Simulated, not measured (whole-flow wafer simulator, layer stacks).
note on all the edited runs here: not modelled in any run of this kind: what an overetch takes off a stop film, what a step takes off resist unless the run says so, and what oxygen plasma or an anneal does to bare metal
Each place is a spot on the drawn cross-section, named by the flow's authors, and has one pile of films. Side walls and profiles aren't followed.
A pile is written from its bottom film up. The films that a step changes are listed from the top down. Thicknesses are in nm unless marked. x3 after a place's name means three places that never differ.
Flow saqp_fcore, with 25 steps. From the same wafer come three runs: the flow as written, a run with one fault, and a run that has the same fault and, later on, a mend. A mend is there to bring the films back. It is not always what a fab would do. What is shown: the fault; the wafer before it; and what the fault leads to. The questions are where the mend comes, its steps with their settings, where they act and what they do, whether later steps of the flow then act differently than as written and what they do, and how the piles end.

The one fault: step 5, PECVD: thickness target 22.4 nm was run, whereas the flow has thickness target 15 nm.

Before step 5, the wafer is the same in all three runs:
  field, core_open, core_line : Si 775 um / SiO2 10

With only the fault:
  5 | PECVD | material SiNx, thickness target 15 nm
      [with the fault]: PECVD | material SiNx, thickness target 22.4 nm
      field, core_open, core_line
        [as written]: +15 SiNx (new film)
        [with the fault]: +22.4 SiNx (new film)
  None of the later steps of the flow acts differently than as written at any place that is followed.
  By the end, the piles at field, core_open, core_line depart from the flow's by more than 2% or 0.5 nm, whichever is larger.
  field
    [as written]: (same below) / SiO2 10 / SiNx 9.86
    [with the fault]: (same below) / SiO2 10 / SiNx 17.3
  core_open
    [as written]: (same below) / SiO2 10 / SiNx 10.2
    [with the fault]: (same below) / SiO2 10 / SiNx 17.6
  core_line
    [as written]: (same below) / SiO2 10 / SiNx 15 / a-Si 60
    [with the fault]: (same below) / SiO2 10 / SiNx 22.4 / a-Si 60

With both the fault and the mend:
  The mend follows step 5.
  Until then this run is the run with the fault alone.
  5a | ETCH | chemistry h3po4, depth target 7.4 nm
      field, core_open, core_line
        -7.4 SiNx
  None of the later steps of the flow acts differently than as written at any place that is followed.
  The piles end the same as the flow's at every place that both follow.
